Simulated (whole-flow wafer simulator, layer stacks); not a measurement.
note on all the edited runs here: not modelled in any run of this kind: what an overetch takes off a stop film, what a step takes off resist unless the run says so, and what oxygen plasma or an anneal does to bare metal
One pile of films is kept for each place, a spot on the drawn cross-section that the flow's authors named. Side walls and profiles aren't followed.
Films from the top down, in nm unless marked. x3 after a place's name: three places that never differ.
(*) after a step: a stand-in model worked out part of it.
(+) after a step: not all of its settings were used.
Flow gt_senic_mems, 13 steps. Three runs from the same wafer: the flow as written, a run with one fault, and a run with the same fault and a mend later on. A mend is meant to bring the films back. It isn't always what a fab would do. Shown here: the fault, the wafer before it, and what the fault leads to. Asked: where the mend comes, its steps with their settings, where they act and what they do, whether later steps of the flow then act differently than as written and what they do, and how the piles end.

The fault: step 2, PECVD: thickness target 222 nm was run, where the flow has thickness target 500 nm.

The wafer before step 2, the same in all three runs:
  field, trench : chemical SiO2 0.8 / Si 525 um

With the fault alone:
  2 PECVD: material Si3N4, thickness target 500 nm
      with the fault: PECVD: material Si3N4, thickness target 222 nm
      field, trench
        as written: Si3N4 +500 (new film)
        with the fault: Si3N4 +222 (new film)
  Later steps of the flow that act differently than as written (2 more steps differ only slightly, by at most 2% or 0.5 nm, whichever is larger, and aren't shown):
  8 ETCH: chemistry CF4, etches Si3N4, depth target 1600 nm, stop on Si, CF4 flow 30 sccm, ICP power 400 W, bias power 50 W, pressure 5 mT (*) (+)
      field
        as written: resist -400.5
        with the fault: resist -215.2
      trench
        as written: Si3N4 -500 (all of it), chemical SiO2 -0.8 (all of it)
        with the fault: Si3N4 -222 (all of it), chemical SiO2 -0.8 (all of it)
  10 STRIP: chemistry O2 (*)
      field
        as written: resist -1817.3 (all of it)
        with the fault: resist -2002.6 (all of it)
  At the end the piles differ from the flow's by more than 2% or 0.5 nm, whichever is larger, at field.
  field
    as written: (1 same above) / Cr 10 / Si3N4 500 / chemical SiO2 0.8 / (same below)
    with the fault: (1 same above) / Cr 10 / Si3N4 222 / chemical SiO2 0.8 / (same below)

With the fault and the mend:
  The mend comes after step 2.
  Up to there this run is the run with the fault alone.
  2a PECVD: material Si3N4, thickness target 278 nm (the flow's step 2 once more, with other settings)
      field, trench
        Si3N4 +278
  No later step of the flow acts differently than as written at any place that is followed.
  At the end the piles are the same as the flow's at every place that both follow.
